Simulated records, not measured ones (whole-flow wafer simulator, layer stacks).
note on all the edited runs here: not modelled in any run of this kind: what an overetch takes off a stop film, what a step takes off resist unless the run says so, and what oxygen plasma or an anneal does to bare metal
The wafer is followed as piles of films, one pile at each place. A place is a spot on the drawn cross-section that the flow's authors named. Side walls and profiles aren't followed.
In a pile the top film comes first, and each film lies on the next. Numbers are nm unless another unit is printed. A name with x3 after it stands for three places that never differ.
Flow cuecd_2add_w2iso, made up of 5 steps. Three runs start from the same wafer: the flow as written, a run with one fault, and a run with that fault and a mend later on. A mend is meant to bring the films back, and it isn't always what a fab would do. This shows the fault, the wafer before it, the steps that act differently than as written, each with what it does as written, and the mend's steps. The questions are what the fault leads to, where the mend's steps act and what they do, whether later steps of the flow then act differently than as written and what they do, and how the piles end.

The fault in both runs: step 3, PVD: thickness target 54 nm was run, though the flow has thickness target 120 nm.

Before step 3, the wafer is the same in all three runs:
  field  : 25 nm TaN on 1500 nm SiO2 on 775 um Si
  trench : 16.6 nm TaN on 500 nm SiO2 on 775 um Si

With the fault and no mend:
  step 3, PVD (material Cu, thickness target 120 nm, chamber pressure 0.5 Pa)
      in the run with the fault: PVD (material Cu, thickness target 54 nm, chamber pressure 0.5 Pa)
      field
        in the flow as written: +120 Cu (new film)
        in the run with the fault: +54 Cu (new film)
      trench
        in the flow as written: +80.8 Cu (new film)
        in the run with the fault: +36.5 Cu (new film)
  Every later step of the flow that is run acts as written, at every place that is followed, to within 2% or 0.5 nm, whichever is larger.
  At field, trench, the piles at the end differ from the flow's by more than 2% or 0.5 nm, whichever is larger.
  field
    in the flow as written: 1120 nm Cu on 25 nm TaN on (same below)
    in the run with the fault: 1054 nm Cu on 25 nm TaN on (same below)
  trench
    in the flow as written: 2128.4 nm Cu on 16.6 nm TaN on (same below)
    in the run with the fault: 2062.4 nm Cu on 16.6 nm TaN on (same below)

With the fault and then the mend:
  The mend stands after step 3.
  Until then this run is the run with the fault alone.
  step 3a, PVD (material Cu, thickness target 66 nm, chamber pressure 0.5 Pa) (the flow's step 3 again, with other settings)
      field
        +66 Cu
      trench
        +43.9 Cu
  Every later step of the flow that is run acts as written, at every place that is followed, to within 2% or 0.5 nm, whichever is larger.
  At every place that both follow, the piles at the end match the flow's.
